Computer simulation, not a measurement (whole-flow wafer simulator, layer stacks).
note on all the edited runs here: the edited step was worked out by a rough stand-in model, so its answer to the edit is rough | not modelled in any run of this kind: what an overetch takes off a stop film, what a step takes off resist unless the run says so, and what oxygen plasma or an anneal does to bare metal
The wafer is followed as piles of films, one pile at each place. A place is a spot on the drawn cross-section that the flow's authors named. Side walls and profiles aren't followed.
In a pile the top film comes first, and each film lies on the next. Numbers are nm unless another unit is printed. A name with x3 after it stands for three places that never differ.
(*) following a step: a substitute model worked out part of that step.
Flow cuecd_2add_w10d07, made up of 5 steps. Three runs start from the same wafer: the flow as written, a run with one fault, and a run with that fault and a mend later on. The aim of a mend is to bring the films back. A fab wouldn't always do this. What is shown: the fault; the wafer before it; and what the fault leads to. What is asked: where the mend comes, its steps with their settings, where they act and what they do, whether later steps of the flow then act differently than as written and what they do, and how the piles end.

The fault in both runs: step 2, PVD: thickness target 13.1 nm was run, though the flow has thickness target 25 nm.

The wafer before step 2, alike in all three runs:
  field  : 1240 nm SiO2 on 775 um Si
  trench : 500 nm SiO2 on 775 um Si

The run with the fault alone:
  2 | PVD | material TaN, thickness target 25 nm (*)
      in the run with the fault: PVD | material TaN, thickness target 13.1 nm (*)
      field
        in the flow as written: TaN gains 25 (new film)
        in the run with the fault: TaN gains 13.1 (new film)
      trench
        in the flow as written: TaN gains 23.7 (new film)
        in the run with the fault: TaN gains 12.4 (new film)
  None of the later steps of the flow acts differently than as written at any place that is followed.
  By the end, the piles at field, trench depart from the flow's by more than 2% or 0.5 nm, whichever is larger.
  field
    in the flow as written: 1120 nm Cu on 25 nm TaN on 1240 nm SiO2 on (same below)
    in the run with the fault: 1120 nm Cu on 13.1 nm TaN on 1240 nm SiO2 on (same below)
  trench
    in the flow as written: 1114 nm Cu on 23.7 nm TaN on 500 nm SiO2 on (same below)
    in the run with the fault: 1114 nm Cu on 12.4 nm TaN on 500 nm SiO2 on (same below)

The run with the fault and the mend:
  The mend stands after step 2.
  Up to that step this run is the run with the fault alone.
  2a | PVD | material TaN, thickness target 11.9 nm (*) (a further turn of the flow's step 2, with different settings)
      field
        TaN gains 11.9
      trench
        TaN gains 11.3
  None of the later steps of the flow acts differently than as written at any place that is followed.
  At every place that both follow, the piles at the end match the flow's.
